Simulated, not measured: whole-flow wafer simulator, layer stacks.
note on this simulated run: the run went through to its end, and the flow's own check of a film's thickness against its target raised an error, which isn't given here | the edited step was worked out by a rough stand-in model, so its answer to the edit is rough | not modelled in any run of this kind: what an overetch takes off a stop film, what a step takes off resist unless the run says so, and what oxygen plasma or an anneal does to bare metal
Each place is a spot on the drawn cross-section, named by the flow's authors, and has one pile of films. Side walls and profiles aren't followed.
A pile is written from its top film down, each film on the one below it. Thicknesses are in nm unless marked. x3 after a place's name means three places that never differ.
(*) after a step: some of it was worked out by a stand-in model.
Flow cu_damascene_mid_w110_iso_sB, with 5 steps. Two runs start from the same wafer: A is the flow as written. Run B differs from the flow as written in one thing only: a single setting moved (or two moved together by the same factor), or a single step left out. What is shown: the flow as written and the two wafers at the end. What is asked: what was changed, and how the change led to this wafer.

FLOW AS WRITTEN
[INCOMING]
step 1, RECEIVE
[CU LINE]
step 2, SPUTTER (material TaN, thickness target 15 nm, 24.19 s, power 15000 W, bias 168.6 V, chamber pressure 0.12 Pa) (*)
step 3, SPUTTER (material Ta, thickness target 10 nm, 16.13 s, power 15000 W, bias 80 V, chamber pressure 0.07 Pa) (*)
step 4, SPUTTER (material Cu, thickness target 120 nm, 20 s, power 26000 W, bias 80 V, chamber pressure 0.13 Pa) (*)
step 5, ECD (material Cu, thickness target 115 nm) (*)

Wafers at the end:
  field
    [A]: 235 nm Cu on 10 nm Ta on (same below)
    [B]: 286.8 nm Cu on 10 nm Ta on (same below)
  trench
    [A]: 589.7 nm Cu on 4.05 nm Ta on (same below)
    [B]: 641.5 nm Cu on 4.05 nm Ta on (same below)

What caused this: step 5, ECD: thickness target 166.8 nm was run, while the flow as written has thickness target 115 nm.

How this came from the change, step by step:
  step 5, ECD (material Cu, thickness target 115 nm) (*)
      field: A +115 Cu | B +166.8 Cu
      trench: A +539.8 Cu | B +591.6 Cu
